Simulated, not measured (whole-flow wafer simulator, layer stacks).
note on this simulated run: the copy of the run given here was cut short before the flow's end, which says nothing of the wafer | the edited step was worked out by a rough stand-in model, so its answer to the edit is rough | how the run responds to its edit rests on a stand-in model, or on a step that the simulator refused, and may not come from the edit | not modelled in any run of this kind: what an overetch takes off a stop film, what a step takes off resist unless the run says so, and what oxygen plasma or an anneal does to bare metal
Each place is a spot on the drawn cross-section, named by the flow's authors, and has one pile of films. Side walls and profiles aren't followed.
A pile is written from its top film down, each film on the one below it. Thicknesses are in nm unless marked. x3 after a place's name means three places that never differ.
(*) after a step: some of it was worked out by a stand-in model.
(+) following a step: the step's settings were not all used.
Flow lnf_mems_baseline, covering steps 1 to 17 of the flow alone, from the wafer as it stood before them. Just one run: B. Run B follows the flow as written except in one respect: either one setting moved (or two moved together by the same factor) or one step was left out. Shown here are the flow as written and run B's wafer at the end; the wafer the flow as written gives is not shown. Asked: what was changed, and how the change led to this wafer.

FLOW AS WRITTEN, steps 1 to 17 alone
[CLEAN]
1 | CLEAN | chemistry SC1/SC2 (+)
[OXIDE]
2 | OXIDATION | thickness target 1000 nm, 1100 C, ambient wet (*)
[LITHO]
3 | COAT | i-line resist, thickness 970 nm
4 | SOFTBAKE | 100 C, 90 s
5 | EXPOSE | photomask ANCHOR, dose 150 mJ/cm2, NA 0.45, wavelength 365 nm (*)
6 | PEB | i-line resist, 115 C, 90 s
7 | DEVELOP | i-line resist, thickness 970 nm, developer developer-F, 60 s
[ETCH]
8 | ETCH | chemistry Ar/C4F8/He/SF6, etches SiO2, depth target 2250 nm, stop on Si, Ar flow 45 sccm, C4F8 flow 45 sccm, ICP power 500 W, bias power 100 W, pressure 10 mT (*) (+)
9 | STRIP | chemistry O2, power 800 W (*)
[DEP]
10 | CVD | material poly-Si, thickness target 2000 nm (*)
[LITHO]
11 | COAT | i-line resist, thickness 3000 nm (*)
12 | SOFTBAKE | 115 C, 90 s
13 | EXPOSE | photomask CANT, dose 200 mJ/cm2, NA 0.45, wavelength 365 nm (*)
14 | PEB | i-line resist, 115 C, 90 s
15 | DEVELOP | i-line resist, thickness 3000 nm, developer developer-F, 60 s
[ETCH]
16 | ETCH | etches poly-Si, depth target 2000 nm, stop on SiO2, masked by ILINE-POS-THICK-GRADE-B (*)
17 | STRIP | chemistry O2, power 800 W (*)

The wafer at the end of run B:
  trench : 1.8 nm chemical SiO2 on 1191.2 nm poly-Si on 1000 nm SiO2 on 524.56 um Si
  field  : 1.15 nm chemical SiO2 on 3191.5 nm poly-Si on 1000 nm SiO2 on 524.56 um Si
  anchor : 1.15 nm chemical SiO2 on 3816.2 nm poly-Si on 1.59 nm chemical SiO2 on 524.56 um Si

What caused this: step 10, CVD: thickness target 3192 nm was run, though the flow has thickness target 2000 nm.

How this came from the change, step by step:
  10 | CVD | material poly-Si, thickness target 2000 nm (*)
      field, beam, trench, char_slit: +3192 poly-Si (new film) (as written it would have been: +2000 poly-Si (new film))
      anchor: +3816.7 poly-Si (new film) (as written it would have been: +2322 poly-Si (new film))
  11 | COAT | i-line resist, thickness 3000 nm (*)
      anchor: +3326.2 i-line resist (new film) (as written it would have been: +3611.6 i-line resist (new film))
  12 | SOFTBAKE | 115 C, 90 s
      field: -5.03 i-line resist (as written it would have been: -6.66 i-line resist)
      anchor: +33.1 i-line resist (as written it would have been: +45.4 i-line resist)
      (as well as at 2 more places)
  14 | PEB | i-line resist, 115 C, 90 s
      anchor: -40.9 i-line resist (as written it would have been: -46.1 i-line resist)
  16 | ETCH | etches poly-Si, depth target 2000 nm, stop on SiO2, masked by ILINE-POS-THICK-GRADE-B (*)
      trench, char_slit: -2000 poly-Si (as written it would have been: -2000 poly-Si (all of it))
  17 | STRIP | chemistry O2, power 800 W (*)
      trench, char_slit: +1.8 chemical SiO2 (new film), -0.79 poly-Si (as written it would have been: nothing)
      anchor: +1.15 chemical SiO2 (new film), -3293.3 i-line resist (all of it), -0.51 poly-Si (as written it would have been: +1.17 chemical SiO2 (new film), -3585.8 i-line resist (all of it), -0.52 poly-Si)
